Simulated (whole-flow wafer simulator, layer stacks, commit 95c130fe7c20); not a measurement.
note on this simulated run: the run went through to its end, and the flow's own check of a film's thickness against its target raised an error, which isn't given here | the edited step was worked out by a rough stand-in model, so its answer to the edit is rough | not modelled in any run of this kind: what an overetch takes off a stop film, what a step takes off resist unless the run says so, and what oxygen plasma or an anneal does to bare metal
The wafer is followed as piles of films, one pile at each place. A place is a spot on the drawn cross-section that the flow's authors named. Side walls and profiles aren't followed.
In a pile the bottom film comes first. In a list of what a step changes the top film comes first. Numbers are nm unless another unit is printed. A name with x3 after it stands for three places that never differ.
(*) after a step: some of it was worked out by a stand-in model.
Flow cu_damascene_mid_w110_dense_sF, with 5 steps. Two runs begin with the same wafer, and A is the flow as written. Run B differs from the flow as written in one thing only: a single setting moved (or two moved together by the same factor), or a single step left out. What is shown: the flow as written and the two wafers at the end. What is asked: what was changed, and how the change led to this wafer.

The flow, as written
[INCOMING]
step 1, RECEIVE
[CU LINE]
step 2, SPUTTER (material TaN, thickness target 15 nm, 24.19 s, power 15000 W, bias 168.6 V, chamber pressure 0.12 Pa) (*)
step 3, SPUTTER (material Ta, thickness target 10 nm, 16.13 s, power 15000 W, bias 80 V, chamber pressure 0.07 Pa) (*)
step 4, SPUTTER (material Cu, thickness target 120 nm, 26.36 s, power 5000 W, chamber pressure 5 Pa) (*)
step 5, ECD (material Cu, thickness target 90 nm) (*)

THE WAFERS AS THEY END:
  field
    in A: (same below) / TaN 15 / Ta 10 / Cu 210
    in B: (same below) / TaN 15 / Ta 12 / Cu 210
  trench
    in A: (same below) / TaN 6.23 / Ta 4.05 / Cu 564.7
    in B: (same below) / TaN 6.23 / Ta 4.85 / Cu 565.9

What caused this: step 3, SPUTTER: thickness target 12 nm was run, though the flow has thickness target 10 nm.
The wafer lets one read it off: field has Ta 12, and step 3 as written asks for 10 nm.

Step by step, how the change led to this:
  step 3, SPUTTER (material Ta, thickness target 10 nm, 16.13 s, power 15000 W, bias 80 V, chamber pressure 0.07 Pa) (*)
      field: A +10 Ta (new film) | B +12 Ta (new film)
      trench: A +4.05 Ta (new film) | B +4.85 Ta (new film)
